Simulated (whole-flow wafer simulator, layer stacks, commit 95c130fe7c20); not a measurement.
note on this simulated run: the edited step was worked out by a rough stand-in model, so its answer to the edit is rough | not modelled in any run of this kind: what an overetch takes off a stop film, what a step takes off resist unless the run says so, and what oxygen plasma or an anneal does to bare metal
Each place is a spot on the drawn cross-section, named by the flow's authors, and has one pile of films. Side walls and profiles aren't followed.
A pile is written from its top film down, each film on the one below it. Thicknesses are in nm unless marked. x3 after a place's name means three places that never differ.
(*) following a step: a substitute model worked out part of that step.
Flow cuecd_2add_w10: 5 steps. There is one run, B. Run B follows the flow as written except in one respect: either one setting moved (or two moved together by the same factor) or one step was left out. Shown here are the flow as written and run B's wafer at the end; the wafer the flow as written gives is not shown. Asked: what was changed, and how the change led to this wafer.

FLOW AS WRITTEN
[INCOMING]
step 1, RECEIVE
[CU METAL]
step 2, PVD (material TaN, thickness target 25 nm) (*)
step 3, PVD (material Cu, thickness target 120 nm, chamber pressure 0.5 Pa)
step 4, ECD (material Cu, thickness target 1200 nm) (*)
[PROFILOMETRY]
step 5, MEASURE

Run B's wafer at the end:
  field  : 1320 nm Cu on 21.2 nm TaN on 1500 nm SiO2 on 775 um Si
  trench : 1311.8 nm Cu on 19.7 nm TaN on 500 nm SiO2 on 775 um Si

The reason: step 2, PVD: thickness target 21.2 nm was run, whereas the flow has thickness target 25 nm.
One can read it off the wafer: field has TaN 21.2, and step 2 as written asks for 25 nm.

The path from the change to this, step by step:
  step 2, PVD (material TaN, thickness target 25 nm) (*)
      field: TaN gains 21.2 (new film) (in the flow as written it would be: TaN gains 25 (new film))
      trench: TaN gains 19.7 (new film) (in the flow as written it would be: TaN gains 23.2 (new film))
